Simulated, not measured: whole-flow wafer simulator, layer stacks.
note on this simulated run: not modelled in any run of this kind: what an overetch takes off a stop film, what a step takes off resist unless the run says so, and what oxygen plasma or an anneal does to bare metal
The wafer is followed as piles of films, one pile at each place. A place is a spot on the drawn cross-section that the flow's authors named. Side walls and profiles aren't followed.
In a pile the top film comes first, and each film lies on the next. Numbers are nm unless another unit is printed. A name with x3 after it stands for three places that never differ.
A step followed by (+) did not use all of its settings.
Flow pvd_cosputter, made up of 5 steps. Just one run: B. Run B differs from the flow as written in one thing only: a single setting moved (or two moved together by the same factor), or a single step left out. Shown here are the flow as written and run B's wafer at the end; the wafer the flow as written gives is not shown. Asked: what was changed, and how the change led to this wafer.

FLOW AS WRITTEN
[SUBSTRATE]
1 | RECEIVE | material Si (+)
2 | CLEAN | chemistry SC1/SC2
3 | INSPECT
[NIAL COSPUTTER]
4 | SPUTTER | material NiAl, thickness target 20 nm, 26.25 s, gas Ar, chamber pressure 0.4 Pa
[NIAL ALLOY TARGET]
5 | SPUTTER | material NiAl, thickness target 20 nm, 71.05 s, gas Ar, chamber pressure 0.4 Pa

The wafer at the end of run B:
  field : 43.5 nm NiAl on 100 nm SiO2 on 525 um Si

Cause: step 5, SPUTTER: thickness target 23.5 nm was run, though the flow has thickness target 20 nm.

The path from the change to this, step by step:
  5 | SPUTTER | material NiAl, thickness target 20 nm, 71.05 s, gas Ar, chamber pressure 0.4 Pa
      field: +23.5 NiAl (it would be, as written: +20 NiAl)
